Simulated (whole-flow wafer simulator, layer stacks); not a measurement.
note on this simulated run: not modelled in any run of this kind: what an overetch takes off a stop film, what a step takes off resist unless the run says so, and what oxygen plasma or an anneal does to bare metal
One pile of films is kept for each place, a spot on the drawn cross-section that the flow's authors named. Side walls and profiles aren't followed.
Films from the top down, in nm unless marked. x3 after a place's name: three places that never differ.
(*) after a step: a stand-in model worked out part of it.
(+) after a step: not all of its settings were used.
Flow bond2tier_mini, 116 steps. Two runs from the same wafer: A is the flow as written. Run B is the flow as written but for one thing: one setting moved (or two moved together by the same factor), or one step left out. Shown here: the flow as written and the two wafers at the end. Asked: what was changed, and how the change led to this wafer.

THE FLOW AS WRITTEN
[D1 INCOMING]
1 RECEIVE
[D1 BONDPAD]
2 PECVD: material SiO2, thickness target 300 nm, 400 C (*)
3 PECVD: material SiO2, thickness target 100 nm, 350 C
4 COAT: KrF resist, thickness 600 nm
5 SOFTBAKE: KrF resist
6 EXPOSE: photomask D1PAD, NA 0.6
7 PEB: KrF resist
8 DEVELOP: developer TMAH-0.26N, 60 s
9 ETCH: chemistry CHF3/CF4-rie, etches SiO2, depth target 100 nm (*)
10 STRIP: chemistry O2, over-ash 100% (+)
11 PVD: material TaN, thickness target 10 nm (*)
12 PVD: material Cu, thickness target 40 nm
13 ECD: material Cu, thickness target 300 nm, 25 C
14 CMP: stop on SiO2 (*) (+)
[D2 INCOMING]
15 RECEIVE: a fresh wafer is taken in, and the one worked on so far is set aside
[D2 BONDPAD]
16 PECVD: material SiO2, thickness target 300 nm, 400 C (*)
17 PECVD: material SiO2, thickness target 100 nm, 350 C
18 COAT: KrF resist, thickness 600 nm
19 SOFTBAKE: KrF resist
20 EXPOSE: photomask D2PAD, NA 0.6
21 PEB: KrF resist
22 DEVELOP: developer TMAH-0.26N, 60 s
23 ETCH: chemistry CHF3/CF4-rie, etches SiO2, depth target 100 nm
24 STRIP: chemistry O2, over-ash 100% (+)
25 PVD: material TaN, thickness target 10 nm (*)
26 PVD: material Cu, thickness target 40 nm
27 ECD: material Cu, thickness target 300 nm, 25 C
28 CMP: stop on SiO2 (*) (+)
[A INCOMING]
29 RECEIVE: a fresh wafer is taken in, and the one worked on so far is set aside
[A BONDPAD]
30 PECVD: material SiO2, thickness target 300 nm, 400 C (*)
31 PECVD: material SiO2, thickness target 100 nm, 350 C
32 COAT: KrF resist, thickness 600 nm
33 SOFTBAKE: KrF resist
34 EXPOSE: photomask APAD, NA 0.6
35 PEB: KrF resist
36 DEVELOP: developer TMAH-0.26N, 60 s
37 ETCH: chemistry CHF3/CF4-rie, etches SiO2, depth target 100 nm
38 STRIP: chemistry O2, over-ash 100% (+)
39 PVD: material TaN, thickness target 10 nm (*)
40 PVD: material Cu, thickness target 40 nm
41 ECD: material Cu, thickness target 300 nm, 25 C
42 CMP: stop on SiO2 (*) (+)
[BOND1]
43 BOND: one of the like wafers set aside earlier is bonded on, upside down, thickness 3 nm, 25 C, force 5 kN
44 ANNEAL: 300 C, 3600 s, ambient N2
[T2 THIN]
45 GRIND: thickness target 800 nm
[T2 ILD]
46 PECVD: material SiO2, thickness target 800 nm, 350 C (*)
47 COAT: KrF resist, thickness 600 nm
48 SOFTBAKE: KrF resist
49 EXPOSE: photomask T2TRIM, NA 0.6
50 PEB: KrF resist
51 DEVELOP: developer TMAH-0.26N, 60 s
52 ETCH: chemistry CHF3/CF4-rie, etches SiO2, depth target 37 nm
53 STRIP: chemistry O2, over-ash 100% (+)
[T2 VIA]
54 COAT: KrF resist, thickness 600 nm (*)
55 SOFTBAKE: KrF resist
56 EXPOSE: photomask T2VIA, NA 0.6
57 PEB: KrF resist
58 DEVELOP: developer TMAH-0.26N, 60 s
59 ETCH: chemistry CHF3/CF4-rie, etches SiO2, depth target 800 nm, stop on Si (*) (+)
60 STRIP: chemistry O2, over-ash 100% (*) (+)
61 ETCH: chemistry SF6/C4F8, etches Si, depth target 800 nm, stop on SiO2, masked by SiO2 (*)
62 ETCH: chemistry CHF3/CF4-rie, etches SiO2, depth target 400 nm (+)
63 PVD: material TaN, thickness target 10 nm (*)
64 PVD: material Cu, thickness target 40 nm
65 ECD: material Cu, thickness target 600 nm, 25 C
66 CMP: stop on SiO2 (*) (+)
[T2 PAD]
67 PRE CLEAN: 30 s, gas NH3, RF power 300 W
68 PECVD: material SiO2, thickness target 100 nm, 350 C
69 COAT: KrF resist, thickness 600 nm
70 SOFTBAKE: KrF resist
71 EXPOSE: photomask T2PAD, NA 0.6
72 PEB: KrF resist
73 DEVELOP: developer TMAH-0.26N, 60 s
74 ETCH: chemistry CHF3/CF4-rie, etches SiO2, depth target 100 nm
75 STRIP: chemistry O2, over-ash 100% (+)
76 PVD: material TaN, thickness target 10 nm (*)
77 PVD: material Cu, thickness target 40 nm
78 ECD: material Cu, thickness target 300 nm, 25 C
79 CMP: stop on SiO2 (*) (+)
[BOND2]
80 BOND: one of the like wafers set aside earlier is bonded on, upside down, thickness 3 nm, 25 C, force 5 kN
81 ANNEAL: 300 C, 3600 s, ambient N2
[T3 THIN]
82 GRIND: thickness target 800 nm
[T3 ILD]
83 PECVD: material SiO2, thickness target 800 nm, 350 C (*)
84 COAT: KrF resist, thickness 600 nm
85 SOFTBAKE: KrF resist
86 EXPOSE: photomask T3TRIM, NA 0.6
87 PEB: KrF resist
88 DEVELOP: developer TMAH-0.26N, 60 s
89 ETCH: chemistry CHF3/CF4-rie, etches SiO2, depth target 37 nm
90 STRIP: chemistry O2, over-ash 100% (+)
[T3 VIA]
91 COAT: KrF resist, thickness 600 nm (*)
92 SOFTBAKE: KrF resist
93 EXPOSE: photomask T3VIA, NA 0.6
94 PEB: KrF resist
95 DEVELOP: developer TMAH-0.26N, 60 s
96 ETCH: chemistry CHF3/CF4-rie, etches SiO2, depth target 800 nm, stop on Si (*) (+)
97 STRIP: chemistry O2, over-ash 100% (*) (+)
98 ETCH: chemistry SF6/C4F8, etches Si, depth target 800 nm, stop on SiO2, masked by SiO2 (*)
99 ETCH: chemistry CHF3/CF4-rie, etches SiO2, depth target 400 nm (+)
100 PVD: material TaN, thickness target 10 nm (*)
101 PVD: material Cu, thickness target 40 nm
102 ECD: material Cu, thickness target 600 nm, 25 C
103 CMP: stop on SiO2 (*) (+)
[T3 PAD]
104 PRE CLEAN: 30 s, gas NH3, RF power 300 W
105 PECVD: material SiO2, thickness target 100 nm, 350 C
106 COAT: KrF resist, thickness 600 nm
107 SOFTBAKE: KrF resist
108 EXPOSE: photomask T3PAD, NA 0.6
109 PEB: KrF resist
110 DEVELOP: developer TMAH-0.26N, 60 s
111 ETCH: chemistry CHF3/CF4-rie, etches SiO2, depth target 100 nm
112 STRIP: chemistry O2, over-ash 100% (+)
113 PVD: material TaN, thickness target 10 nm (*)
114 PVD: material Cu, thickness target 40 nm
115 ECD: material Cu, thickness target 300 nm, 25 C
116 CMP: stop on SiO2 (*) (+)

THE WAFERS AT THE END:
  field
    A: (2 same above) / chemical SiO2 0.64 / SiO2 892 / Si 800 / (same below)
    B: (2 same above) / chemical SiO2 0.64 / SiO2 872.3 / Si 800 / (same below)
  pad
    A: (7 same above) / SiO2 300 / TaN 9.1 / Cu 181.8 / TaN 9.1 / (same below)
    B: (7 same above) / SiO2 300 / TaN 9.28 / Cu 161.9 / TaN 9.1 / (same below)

The cause: step 17, PECVD: thickness target 80.3 nm was run, where the flow has thickness target 100 nm; step 23, ETCH: depth target 80.3 nm was run, where the flow has depth target 100 nm.

How the change led to this, step by step:
  17 PECVD: material SiO2, thickness target 100 nm, 350 C
      field, pad, via: A SiO2 +100 | B SiO2 +80.3
  23 ETCH: chemistry CHF3/CF4-rie, etches SiO2, depth target 100 nm
      pad, via: A SiO2 -100 | B SiO2 -80.3
      field: A KrF resist -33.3 | B KrF resist -26.8
  27 ECD: material Cu, thickness target 300 nm, 25 C
      pad: A Cu +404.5 | B Cu +383.9
      via: A Cu +400.2 | B Cu +380.4
  80 BOND: one of the like wafers set aside earlier is bonded on, upside down, thickness 3 nm, 25 C, force 5 kN
      field: A Si +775 um (new film), chemical SiO2 +0.64 (new film), SiO2 +400 | B Si +775 um (new film), chemical SiO2 +0.64 (new film), SiO2 +380.3
      pad: A Si +775 um (new film), chemical SiO2 +0.64 (new film), SiO2 +300 (new film), TaN +9.1 (new film), Cu +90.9 | B Si +775 um (new film), chemical SiO2 +0.64 (new film), SiO2 +300 (new film), TaN +9.28 (new film), Cu +71
